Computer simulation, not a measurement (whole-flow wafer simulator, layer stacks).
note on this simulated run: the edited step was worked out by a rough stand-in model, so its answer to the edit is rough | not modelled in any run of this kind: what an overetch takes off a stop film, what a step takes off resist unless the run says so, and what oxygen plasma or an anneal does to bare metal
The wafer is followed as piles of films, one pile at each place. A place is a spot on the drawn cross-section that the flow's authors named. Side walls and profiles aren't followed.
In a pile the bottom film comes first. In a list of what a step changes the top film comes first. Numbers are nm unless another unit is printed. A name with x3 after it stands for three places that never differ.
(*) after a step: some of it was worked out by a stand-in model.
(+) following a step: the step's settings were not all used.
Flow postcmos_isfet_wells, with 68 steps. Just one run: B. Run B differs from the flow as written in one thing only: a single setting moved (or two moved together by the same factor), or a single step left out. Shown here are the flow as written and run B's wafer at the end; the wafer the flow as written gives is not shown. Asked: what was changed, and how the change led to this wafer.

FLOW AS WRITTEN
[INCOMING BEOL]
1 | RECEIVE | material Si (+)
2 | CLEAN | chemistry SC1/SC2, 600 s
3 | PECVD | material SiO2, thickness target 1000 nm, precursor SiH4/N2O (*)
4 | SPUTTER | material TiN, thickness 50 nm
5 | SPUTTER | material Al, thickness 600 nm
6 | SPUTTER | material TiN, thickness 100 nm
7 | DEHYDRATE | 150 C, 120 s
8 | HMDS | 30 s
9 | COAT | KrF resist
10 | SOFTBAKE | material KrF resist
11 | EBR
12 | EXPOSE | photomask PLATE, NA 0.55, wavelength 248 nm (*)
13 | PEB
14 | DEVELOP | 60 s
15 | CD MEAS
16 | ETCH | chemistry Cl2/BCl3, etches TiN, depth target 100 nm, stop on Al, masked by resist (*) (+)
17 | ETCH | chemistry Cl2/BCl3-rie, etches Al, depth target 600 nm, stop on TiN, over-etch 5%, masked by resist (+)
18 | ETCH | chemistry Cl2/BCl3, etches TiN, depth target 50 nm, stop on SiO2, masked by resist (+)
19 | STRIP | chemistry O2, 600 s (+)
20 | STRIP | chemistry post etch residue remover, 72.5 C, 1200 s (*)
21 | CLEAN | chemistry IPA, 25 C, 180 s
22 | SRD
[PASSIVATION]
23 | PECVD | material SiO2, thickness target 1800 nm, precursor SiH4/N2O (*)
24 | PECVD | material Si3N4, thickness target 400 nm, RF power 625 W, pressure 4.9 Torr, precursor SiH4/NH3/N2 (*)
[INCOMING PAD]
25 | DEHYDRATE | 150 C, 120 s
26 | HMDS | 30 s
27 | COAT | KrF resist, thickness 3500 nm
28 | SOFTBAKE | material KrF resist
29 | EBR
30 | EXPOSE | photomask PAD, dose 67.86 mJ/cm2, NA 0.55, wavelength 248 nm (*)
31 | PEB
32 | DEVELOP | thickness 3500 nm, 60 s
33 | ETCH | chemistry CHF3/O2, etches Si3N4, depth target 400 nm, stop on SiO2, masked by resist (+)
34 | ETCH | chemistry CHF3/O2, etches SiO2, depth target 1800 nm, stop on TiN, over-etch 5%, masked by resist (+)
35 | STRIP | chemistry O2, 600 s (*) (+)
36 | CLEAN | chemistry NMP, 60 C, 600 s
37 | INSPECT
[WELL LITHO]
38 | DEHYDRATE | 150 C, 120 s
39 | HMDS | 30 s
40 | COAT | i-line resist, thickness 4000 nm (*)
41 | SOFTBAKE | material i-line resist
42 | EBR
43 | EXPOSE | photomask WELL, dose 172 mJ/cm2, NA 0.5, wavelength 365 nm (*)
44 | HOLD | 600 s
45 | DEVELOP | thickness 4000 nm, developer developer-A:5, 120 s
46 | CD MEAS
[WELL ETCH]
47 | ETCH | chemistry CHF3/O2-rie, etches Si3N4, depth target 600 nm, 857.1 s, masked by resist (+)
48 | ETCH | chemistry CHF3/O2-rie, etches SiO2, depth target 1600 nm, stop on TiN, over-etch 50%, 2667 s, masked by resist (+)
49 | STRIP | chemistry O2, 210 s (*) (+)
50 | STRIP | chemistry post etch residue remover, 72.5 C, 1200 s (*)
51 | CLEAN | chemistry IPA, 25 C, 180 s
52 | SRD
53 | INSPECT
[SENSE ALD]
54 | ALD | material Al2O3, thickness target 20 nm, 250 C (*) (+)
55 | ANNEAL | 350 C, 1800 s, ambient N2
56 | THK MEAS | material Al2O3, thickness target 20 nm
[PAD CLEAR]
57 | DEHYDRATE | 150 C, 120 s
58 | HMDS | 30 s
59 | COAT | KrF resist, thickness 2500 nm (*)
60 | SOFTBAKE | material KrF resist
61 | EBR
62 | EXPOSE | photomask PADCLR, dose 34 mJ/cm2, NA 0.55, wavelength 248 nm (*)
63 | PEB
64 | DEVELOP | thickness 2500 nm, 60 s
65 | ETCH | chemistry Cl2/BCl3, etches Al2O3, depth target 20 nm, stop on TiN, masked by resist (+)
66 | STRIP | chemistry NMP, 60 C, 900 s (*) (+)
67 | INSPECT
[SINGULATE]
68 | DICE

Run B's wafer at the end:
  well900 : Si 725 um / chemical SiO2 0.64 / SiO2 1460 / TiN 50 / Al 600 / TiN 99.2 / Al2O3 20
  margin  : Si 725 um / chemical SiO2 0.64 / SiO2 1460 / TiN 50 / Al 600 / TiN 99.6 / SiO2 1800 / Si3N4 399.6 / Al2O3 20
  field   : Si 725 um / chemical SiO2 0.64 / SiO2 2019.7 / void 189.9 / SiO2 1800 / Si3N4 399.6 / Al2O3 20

What caused this: step 3, PECVD: thickness target 1460 nm was run, whereas the flow has thickness target 1000 nm.
The wafer lets one read it off: well900 has SiO2 1460, and step 3 as written asks for 1000 nm.

The path from the change to this, step by step:
  3 | PECVD | material SiO2, thickness target 1000 nm, precursor SiH4/N2O (*)
      field, margin, well900, well1300 x3, pad_rim, pad_clr, pad_open: SiO2 gains 1460 (new film) (as written it would have been: SiO2 gains 1000 (new film))
